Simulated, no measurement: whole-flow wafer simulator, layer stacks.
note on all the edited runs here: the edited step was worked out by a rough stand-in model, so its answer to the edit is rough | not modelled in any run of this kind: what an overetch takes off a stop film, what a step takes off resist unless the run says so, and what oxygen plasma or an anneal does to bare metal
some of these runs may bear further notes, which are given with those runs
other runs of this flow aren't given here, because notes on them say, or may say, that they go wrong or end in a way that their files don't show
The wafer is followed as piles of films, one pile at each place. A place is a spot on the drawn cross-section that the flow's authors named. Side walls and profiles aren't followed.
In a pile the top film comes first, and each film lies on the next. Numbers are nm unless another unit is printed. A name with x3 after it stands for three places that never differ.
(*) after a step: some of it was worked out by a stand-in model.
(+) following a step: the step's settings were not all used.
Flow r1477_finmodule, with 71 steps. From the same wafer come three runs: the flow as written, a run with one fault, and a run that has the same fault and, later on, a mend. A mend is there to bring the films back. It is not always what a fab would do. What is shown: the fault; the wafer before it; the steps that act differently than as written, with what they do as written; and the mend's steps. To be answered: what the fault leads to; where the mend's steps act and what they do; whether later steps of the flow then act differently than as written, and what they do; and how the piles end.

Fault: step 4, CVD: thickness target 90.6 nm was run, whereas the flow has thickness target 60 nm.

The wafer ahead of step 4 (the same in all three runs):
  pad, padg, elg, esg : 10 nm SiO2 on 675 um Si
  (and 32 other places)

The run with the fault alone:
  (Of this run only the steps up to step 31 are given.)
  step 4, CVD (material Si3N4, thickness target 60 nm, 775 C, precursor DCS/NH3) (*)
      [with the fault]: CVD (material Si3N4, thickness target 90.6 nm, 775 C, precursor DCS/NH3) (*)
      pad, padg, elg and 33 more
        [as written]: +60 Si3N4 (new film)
        [with the fault]: +90.6 Si3N4 (new film)
  Later steps of the flow acting differently than as written:
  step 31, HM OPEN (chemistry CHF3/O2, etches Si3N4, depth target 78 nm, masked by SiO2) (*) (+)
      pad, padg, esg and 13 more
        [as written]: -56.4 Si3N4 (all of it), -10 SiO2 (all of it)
        [with the fault]: -78 Si3N4
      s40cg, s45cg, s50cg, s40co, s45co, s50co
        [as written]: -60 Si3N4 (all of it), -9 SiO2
        [with the fault]: -78 Si3N4
  After step 31, at pad, padg, elg and 33 more, the piles differ from the flow's by more than 2% or 0.5 nm, whichever is larger.
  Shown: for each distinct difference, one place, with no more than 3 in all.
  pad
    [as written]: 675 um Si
    [with the fault]: 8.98 nm Si3N4 on 10 nm SiO2 on 675 um Si
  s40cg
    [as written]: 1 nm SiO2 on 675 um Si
    [with the fault]: 12.6 nm Si3N4 on 10 nm SiO2 on 675 um Si
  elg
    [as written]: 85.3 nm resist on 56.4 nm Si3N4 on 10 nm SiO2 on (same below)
    [with the fault]: 85.3 nm resist on 87 nm Si3N4 on 10 nm SiO2 on (same below)

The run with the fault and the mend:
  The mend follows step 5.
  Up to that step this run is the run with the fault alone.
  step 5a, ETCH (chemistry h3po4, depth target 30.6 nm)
      pad, padg, elg and 33 more
        -30.6 Si3N4
  None of the later steps of the flow acts differently than as written at any place that is followed.
  The piles end the same as the flow's at every place that both follow.
